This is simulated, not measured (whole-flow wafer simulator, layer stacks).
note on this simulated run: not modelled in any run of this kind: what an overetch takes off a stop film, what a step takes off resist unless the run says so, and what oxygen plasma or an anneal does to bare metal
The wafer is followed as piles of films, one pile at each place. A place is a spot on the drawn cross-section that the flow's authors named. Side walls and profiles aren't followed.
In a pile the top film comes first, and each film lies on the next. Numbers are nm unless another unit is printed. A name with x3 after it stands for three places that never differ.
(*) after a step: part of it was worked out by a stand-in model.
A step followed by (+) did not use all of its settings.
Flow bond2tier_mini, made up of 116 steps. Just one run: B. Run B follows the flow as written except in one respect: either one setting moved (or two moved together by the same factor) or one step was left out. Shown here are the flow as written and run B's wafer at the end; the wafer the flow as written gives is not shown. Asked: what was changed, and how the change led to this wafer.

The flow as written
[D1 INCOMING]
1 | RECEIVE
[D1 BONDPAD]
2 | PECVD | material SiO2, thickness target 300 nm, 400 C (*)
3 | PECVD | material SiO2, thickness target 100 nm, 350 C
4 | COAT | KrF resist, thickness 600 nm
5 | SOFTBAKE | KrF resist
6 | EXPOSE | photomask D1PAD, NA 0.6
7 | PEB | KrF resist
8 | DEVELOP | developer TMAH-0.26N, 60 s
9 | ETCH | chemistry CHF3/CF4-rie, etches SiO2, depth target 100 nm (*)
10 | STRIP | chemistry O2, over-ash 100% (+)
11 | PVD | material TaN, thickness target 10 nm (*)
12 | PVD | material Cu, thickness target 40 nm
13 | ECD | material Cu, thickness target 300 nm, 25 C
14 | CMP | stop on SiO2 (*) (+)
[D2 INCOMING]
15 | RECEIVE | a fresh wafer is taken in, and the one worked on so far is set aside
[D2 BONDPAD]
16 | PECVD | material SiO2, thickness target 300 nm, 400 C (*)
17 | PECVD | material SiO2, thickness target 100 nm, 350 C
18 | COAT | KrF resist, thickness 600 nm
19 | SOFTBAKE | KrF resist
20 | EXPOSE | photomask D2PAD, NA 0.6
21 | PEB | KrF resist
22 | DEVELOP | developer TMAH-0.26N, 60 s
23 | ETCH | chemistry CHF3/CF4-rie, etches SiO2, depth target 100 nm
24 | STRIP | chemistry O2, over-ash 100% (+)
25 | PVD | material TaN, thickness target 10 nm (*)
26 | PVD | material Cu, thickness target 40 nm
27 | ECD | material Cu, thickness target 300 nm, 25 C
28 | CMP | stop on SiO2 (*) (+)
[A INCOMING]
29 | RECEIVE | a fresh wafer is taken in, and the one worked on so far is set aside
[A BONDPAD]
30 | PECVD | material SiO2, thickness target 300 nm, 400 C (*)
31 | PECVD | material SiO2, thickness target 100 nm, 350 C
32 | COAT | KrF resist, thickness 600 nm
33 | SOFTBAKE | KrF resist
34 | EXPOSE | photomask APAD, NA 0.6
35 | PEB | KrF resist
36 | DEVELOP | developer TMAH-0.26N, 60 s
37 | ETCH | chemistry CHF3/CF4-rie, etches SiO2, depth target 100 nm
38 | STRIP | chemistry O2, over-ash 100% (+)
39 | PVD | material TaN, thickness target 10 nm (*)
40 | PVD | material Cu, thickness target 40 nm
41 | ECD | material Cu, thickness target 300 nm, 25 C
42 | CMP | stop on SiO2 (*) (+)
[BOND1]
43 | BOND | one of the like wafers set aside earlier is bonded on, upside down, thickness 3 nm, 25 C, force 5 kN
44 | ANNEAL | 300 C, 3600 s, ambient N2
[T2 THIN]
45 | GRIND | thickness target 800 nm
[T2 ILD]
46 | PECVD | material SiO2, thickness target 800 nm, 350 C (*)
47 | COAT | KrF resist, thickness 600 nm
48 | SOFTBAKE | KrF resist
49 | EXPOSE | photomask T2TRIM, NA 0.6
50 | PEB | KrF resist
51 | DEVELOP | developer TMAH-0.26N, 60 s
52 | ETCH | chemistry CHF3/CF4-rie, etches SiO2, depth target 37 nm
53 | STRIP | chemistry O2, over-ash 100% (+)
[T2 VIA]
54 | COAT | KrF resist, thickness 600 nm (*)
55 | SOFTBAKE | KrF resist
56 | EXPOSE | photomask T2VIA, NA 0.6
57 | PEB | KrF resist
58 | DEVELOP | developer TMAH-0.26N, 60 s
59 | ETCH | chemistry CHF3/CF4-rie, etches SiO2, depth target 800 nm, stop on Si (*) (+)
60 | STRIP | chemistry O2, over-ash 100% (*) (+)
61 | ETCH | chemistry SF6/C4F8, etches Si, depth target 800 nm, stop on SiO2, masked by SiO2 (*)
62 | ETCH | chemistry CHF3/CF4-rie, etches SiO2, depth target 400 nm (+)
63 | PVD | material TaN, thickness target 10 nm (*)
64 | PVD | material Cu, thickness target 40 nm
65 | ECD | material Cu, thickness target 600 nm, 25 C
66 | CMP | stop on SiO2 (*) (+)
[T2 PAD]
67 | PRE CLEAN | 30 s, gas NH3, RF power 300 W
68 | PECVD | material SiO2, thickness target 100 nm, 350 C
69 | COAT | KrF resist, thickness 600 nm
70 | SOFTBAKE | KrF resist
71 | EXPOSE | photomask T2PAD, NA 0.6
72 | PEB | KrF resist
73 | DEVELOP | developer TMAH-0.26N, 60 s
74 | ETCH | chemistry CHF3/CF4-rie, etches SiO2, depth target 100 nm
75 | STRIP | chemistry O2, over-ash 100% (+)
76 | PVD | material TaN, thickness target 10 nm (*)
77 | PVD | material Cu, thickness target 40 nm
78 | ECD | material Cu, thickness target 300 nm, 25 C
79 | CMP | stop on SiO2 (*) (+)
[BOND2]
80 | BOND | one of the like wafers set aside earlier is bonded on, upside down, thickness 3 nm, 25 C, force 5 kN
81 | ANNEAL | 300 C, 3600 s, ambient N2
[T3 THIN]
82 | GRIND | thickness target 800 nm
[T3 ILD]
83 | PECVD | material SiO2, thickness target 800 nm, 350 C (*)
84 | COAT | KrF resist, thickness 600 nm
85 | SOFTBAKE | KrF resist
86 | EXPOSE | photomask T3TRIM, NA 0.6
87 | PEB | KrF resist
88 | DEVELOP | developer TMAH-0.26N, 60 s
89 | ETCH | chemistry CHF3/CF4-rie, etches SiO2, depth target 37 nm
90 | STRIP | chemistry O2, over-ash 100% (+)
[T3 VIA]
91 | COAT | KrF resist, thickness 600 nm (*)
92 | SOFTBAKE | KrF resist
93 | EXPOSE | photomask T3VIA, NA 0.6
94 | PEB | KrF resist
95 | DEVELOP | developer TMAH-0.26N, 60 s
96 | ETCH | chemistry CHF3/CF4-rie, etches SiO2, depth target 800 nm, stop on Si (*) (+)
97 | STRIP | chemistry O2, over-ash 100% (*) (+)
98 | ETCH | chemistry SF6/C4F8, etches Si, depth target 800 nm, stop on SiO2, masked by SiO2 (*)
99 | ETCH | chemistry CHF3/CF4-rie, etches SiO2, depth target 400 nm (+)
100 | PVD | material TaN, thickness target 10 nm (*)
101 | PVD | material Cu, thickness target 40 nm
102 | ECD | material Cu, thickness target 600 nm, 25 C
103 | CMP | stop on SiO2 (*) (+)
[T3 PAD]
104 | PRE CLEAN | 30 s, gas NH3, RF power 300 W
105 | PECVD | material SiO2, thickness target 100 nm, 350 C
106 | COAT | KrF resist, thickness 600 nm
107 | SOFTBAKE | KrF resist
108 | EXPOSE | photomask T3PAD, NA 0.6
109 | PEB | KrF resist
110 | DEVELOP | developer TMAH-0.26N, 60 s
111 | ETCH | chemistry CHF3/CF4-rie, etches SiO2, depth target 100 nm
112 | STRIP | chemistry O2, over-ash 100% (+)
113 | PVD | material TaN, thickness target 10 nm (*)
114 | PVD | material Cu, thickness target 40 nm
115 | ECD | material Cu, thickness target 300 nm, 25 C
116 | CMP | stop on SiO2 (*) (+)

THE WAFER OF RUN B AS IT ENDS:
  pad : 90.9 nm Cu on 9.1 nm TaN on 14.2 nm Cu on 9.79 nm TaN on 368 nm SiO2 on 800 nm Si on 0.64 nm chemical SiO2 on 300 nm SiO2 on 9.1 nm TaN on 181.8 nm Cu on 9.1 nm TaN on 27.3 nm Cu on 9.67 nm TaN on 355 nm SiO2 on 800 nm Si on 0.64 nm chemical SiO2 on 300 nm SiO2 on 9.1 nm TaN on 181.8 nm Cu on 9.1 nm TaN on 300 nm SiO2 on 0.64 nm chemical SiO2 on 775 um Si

What caused this: step 89, ETCH: depth target 24 nm was run, while the flow as written has depth target 37 nm.

Step by step, how the change led to this:
  89 | ETCH | chemistry CHF3/CF4-rie, etches SiO2, depth target 37 nm
      field: KrF resist loses 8 (it would be, as written: KrF resist loses 12.3)
      pad: SiO2 loses 24 (it would be, as written: SiO2 loses 37)
  102 | ECD | material Cu, thickness target 600 nm, 25 C
      pad: Cu gains 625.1 (it would be, as written: Cu gains 638.7)
